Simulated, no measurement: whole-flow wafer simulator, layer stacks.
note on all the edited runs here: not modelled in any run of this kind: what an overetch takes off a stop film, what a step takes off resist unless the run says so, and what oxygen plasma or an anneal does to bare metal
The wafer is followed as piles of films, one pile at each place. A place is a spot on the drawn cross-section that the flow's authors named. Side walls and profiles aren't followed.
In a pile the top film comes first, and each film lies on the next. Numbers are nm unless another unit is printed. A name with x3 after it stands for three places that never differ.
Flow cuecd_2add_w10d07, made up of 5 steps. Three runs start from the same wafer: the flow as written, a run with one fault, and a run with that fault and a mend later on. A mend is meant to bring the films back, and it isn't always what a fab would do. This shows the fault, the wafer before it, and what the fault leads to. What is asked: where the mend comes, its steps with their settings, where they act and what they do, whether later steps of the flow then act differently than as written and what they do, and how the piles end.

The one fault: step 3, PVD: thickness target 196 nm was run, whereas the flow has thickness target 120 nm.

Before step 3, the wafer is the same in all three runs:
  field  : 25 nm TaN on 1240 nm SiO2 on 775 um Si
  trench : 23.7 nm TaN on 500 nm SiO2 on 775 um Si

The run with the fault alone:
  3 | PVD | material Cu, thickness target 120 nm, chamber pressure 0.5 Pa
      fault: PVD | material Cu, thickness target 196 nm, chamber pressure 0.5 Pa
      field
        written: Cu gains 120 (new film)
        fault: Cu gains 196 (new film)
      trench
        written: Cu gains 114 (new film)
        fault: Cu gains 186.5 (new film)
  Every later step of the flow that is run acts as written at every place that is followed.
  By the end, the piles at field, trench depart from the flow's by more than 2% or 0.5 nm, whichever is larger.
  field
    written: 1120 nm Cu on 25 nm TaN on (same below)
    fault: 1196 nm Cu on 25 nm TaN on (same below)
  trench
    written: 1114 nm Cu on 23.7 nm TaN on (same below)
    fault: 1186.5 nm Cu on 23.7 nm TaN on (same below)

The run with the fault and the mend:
  The mend follows step 3.
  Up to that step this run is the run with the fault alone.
  3a | ETCH | chemistry cu recess dil, depth target 225.6 nm
      field
        Cu loses 196 (all of it)
      trench
        Cu loses 186.5 (all of it)
  3b | PVD | material Cu, thickness target 120 nm, chamber pressure 0.5 Pa (a further turn of the flow's step 3)
      field
        Cu gains 120 (new film)
      trench
        Cu gains 114 (new film)
  Every later step of the flow that is run acts as written at every place that is followed.
  The piles end the same as the flow's at every place that both follow.
